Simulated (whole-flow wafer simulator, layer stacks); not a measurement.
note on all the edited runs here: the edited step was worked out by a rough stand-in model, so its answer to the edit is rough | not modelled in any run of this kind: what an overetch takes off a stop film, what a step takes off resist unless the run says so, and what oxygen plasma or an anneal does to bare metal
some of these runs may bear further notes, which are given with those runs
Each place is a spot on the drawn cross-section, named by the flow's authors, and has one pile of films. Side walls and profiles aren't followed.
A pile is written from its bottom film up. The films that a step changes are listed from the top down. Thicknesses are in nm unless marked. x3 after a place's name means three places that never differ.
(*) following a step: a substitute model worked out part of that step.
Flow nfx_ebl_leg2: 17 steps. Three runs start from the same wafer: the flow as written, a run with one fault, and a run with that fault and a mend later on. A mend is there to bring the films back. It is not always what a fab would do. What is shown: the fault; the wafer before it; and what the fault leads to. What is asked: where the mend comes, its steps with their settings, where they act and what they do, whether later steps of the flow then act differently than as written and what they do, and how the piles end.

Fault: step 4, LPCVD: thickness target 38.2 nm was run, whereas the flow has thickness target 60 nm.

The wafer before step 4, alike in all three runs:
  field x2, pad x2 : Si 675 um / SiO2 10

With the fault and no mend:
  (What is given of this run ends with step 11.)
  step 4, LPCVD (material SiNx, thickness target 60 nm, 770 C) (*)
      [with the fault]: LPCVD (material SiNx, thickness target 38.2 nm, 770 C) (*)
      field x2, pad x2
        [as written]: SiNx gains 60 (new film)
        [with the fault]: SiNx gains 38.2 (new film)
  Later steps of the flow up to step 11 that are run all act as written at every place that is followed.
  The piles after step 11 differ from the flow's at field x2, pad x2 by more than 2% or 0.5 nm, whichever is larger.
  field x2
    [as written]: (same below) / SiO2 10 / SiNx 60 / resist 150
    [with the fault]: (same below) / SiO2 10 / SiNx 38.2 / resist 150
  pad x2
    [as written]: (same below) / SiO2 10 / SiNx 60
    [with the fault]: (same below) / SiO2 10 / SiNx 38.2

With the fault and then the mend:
  The mend stands after step 5.
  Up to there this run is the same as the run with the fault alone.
  step 5a, LPCVD (material SiNx, thickness target 21.8 nm, 770 C) (*) (the flow's step 4, run once more with other settings)
      field x2, pad x2
        SiNx gains 21.8
  Later steps of the flow that are run all act as written at every place that is followed.
  The piles end the same as the flow's at every place that both follow.
